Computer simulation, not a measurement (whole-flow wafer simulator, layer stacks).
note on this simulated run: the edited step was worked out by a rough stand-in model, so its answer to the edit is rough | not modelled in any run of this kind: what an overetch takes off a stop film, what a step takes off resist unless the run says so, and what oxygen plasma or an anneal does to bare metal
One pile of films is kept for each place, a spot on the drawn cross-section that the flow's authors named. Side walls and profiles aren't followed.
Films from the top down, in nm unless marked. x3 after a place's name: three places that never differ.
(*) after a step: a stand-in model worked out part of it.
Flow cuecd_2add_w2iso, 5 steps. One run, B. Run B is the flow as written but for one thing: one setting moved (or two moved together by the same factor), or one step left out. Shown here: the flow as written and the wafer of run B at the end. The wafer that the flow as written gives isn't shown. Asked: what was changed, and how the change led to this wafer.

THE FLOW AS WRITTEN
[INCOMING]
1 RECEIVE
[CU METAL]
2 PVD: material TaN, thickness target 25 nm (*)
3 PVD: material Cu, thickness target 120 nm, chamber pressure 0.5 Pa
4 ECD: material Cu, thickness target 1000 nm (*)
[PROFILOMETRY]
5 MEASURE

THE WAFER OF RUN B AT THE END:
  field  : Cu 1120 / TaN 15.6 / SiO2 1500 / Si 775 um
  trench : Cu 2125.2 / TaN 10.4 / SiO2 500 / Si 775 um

The cause: step 2, PVD: thickness target 15.6 nm was run, where the flow has thickness target 25 nm.
It can be read off the wafer: field has TaN 15.6, and step 2 as written asks for 25 nm.

How the change led to this, step by step:
  2 PVD: material TaN, thickness target 25 nm (*)
      field: TaN +15.6 (new film) (as written it would be: TaN +25 (new film))
      trench: TaN +10.4 (new film) (as written it would be: TaN +16.6 (new film))
